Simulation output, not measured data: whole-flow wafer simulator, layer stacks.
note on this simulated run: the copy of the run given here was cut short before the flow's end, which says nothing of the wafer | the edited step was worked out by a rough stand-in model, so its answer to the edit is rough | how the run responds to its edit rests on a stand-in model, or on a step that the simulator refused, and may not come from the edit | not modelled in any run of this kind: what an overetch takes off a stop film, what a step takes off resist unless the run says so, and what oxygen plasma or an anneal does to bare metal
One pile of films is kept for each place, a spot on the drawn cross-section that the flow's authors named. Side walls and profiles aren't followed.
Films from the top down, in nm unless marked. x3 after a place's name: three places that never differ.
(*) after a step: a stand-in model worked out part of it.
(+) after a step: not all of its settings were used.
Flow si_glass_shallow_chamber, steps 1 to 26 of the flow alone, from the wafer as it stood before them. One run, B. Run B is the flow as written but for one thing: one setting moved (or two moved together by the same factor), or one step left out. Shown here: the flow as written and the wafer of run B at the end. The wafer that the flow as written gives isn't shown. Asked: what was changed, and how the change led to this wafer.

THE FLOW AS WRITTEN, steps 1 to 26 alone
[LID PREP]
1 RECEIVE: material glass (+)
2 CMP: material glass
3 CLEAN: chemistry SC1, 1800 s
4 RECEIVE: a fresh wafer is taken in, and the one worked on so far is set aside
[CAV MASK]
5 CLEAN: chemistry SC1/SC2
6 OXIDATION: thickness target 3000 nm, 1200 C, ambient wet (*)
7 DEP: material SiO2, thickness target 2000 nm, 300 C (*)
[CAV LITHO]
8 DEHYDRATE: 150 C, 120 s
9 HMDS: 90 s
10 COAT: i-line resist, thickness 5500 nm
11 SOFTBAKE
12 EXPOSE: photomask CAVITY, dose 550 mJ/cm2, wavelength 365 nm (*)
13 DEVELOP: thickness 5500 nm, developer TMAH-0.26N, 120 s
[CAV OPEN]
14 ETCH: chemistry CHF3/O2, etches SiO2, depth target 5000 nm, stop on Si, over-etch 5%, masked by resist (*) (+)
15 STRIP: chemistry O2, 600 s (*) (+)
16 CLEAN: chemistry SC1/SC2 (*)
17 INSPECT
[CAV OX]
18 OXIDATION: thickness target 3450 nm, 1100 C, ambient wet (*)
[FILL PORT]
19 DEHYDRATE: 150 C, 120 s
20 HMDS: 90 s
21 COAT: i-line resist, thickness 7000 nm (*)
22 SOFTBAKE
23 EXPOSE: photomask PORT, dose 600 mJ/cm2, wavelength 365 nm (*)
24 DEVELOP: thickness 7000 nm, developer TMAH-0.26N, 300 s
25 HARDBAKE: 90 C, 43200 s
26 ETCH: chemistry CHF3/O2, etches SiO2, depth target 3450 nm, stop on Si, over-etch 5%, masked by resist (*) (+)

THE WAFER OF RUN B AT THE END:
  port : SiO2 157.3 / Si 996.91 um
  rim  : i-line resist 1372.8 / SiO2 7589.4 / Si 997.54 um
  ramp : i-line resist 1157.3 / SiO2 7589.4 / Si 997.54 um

The cause: step 6, OXIDATION: thickness target 4725 nm was run, where the flow has thickness target 3000 nm.

How the change led to this, step by step:
  6 OXIDATION: thickness target 3000 nm, 1200 C, ambient wet (*)
      rim, ramp, cav, port, septum, ring: SiO2 +4725 (new film), chemical SiO2 -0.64 (all of it), Si -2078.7 (as written it would be: SiO2 +3000 (new film), chemical SiO2 -0.64 (all of it), Si -1319.7)
  14 ETCH: chemistry CHF3/O2, etches SiO2, depth target 5000 nm, stop on Si, over-etch 5%, masked by resist (*) (+)
      cav, port: SiO2 -5250 (as written it would be: SiO2 -5000 (all of it), Si -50)
  15 STRIP: chemistry O2, 600 s (*) (+)
      cav, port: nothing (as written it would be: chemical SiO2 +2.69 (new film), Si -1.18)
  18 OXIDATION: thickness target 3450 nm, 1100 C, ambient wet (*)
      cav, port: SiO2 +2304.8, Si -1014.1 (as written it would be: SiO2 +3450 (new film), chemical SiO2 -2.69 (all of it), Si -1516.8)
      rim, ramp, septum, ring: SiO2 +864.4, Si -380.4 (as written it would be: SiO2 +1109.8, Si -488.3)
  21 COAT: i-line resist, thickness 7000 nm (*)
      rim: i-line resist +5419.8 (new film) (as written it would be: i-line resist +5660.1 (new film))
      ramp: i-line resist +4757.8 (new film) (as written it would be: i-line resist +5087.8 (new film))
  22 SOFTBAKE
      rim: i-line resist -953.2 (as written it would be: i-line resist -849)
      ramp: i-line resist -513.7 (as written it would be: i-line resist -434.5)
      (and at 3 more places)
  25 HARDBAKE: 90 C, 43200 s
      rim: i-line resist -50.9 (as written it would be: i-line resist -62.5)
      ramp: i-line resist -44 (as written it would be: i-line resist -57.1)
      (and at 1 more place)
  26 ETCH: chemistry CHF3/O2, etches SiO2, depth target 3450 nm, stop on Si, over-etch 5%, masked by resist (*) (+)
      port: SiO2 -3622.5 (as written it would be: SiO2 -3450 (all of it), Si -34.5)
